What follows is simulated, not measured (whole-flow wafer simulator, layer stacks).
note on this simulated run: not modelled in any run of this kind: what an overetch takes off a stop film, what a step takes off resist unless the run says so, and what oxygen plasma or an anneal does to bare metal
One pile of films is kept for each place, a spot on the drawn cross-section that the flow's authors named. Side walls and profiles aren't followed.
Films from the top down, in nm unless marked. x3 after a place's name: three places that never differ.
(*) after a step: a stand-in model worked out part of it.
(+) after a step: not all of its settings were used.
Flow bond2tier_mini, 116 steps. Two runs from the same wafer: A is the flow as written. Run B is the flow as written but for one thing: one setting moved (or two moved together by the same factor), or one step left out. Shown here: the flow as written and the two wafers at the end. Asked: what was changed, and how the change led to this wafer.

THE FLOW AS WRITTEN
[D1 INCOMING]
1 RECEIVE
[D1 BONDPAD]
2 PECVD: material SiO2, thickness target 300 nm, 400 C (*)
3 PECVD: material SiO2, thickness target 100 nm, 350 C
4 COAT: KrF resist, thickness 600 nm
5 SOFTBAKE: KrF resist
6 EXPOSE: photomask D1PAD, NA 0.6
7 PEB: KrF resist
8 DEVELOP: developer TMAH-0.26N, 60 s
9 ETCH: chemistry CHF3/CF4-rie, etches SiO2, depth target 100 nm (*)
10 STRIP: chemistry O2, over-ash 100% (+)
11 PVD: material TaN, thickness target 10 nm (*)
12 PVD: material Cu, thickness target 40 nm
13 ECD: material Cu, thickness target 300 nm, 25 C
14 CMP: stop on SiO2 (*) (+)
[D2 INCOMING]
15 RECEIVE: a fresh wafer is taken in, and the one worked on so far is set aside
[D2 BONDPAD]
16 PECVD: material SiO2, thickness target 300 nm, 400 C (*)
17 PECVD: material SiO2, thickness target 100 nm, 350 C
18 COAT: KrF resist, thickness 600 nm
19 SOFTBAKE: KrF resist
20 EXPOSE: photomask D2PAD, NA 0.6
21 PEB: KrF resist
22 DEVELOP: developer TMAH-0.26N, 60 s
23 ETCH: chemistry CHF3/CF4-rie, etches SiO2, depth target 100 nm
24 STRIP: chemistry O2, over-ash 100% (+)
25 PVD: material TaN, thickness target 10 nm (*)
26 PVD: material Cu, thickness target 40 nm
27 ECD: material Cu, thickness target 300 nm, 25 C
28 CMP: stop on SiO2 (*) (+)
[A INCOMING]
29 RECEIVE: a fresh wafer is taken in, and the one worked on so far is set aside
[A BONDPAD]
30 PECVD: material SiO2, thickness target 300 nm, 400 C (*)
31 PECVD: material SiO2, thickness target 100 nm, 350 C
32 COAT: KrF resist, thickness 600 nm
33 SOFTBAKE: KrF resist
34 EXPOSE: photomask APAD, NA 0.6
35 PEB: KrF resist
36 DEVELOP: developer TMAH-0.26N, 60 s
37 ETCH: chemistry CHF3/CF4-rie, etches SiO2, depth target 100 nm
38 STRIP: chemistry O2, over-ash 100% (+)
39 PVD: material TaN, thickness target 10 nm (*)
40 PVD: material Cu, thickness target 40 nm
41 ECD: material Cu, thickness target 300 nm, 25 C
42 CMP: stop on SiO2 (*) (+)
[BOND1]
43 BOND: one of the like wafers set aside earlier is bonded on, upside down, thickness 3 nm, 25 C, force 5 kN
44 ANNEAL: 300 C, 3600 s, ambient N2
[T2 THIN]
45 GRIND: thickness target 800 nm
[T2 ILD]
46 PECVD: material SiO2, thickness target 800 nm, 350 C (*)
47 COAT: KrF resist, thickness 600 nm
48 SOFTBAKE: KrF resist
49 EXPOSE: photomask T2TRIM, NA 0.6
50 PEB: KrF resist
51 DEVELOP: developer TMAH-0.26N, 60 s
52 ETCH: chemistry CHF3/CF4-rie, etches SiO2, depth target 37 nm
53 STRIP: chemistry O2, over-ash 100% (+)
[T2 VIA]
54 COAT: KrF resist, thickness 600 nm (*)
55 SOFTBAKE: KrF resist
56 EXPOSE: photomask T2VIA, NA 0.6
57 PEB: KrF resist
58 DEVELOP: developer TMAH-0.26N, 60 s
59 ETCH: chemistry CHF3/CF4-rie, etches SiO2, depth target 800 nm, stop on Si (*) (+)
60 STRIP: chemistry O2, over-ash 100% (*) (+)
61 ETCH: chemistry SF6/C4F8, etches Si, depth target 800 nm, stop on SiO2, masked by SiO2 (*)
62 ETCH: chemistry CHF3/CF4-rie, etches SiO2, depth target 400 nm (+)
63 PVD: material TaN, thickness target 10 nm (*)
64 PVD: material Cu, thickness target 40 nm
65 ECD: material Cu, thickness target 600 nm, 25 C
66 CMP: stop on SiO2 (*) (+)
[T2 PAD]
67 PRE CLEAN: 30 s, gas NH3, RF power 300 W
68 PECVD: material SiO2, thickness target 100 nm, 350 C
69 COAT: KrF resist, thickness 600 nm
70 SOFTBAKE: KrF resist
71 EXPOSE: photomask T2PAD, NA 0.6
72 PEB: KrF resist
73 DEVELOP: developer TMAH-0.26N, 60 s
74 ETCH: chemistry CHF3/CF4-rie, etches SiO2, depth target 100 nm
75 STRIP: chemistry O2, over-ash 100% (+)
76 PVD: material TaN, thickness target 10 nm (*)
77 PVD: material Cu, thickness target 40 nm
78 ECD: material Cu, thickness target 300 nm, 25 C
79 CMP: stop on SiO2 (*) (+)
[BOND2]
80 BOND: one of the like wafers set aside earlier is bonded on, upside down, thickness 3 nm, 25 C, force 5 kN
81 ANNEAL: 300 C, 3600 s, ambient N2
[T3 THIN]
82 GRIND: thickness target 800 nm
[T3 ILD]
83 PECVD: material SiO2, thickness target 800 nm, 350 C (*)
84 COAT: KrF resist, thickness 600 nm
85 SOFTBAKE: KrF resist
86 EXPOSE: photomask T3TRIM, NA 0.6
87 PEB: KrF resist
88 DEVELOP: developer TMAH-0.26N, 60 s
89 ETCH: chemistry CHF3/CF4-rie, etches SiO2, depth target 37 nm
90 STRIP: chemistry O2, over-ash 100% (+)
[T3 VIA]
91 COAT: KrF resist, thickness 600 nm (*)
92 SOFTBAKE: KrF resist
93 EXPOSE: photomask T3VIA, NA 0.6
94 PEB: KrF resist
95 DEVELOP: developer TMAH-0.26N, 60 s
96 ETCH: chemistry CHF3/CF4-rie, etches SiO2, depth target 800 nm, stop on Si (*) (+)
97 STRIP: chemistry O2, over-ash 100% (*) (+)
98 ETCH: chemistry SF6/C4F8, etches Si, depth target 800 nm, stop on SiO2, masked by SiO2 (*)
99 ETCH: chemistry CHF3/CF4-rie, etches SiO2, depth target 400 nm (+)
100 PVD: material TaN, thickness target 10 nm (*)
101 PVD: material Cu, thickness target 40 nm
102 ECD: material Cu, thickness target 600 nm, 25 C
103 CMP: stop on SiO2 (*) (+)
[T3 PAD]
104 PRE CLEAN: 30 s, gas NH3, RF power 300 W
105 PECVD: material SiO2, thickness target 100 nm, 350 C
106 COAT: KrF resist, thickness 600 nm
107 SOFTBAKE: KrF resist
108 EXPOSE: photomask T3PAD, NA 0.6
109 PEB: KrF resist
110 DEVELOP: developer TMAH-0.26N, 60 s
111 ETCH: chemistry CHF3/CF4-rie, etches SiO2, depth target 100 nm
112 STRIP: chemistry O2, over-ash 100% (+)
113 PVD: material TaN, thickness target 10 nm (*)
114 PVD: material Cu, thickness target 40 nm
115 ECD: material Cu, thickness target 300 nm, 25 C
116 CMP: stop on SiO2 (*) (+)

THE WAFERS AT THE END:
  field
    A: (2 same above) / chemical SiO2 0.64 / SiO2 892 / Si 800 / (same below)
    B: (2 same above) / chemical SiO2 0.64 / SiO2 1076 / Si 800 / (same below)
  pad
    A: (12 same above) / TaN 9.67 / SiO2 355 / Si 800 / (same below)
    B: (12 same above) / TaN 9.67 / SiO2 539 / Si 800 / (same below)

The cause: step 62, ETCH: depth target 216 nm was run, where the flow has depth target 400 nm.

How the change led to this, step by step:
  62 ETCH: chemistry CHF3/CF4-rie, etches SiO2, depth target 400 nm (+)
      field, pad: A SiO2 -400 | B SiO2 -216
